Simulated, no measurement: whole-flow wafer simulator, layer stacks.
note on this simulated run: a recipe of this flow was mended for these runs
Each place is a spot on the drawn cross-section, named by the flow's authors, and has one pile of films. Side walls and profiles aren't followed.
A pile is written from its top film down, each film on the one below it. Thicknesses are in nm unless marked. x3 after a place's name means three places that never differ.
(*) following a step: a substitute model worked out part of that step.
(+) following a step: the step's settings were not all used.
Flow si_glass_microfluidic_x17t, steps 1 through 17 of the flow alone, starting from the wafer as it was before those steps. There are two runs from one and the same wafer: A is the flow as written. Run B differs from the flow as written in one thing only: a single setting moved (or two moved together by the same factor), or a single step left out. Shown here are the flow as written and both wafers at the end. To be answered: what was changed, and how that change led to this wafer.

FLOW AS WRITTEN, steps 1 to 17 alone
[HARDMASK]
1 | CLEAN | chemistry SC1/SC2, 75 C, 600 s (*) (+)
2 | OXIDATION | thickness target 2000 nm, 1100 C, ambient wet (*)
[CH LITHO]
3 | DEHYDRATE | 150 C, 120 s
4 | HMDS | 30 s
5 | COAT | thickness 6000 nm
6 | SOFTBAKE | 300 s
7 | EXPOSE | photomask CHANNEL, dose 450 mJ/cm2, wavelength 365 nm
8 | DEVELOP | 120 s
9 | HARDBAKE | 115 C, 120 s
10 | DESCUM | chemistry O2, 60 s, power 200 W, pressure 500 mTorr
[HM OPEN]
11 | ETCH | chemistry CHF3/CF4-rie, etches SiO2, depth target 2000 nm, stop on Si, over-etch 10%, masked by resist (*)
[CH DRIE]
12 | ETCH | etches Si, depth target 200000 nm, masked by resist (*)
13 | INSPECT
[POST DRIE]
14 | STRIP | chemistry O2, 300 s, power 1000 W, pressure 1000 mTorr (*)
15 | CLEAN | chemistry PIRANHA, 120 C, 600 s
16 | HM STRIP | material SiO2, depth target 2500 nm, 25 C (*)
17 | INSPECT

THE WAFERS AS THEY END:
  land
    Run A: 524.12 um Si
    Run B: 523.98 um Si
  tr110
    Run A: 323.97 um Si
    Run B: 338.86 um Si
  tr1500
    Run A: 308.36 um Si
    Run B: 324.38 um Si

Cause: step 2, OXIDATION: thickness target 2300 nm was run, while the flow as written has thickness target 2000 nm.

Step by step, how the change led to this:
  2 | OXIDATION | thickness target 2000 nm, 1100 C, ambient wet (*)
      land, tr110, tr1500, tr15: A +2000 SiO2 (new film), -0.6 chemical SiO2 (all of it), -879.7 Si | B +2300 SiO2 (new film), -0.6 chemical SiO2 (all of it), -1011.7 Si
  11 | ETCH | chemistry CHF3/CF4-rie, etches SiO2, depth target 2000 nm, stop on Si, over-etch 10%, masked by resist (*)
      tr110, tr1500, tr15: A -2000 SiO2 (all of it), -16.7 Si | B -2200 SiO2
  12 | ETCH | etches Si, depth target 200000 nm, masked by resist (*)
      tr110: A -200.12 um Si | B -100 SiO2 (all of it), -185.12 um Si
      tr1500: A -215.73 um Si | B -100 SiO2 (all of it), -199.6 um Si
      (and at 1 other place as well)
  16 | HM STRIP | material SiO2, depth target 2500 nm, 25 C (*)
      land: A -2000 SiO2 (all of it) | B -2300 SiO2 (all of it)
